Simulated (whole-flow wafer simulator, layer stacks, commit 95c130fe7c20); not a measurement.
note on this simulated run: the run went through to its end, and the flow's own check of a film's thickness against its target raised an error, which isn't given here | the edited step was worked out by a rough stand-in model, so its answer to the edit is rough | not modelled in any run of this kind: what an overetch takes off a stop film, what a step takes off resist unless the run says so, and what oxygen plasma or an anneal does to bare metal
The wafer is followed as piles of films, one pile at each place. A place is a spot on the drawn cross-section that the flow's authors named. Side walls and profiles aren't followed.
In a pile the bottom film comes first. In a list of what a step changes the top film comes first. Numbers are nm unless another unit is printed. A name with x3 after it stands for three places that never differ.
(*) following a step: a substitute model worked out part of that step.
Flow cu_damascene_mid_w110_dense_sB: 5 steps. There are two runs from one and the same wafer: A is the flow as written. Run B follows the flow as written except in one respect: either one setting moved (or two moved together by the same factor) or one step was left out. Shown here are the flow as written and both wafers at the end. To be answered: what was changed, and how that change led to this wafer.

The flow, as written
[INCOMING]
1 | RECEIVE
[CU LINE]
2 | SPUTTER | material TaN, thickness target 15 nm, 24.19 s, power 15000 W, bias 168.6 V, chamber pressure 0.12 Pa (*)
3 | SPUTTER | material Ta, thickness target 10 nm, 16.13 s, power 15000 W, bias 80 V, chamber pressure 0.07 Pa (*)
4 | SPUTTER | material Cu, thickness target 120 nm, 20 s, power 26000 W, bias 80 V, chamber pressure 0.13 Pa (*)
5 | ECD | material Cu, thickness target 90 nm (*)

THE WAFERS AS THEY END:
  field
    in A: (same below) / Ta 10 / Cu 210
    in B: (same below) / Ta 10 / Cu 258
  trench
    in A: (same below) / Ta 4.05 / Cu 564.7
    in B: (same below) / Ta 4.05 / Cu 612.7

The reason: step 4, SPUTTER: thickness target 168 nm was run, while the flow as written has thickness target 120 nm; step 4, SPUTTER: 28 s was run, where the flow has 20 s.

How this came from the change, step by step:
  4 | SPUTTER | material Cu, thickness target 120 nm, 20 s, power 26000 W, bias 80 V, chamber pressure 0.13 Pa (*)
      field: A +120 Cu (new film) | B +168 Cu (new film)
      trench: A +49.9 Cu (new film) | B +69.9 Cu (new film)
  5 | ECD | material Cu, thickness target 90 nm (*)
      trench: A +514.8 Cu | B +542.8 Cu
